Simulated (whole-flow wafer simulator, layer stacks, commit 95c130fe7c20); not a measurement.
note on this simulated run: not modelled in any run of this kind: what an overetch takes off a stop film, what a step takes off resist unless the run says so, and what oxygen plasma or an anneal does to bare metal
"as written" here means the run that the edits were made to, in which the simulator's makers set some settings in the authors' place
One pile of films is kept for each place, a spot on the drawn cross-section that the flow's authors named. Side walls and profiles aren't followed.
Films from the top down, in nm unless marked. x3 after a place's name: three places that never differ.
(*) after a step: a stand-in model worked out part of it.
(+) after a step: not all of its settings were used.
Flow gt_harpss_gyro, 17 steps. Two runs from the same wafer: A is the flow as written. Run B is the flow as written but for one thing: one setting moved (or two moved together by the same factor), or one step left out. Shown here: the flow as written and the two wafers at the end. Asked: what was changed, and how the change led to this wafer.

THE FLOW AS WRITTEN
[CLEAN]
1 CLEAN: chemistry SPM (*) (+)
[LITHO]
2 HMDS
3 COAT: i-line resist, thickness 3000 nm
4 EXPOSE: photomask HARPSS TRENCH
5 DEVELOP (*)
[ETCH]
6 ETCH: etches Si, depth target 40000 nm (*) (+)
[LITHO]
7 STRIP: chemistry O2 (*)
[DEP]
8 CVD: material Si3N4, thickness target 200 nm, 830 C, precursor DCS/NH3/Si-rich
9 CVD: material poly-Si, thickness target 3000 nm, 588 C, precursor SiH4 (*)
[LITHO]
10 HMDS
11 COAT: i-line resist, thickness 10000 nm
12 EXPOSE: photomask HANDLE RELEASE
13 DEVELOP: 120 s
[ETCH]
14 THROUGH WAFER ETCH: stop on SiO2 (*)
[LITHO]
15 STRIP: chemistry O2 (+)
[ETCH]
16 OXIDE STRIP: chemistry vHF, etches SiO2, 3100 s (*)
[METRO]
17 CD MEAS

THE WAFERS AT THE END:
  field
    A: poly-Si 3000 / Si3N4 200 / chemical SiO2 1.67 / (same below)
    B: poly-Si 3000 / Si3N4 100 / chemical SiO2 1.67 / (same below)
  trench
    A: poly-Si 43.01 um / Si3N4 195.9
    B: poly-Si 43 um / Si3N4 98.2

The cause: step 8, CVD: thickness target 99.99 nm was run, where the flow has thickness target 200 nm.
It can be read off the wafer: field has Si3N4 100, and step 8 as written asks for 200 nm.

How the change led to this, step by step:
  8 CVD: material Si3N4, thickness target 200 nm, 830 C, precursor DCS/NH3/Si-rich
      field: A Si3N4 +200 (new film) | B Si3N4 +100 (new film)
      trench: A Si3N4 +195.9 (new film) | B Si3N4 +98.2 (new film)
  9 CVD: material poly-Si, thickness target 3000 nm, 588 C, precursor SiH4 (*)
      trench: A poly-Si +43.01 um (new film) | B poly-Si +43 um (new film)
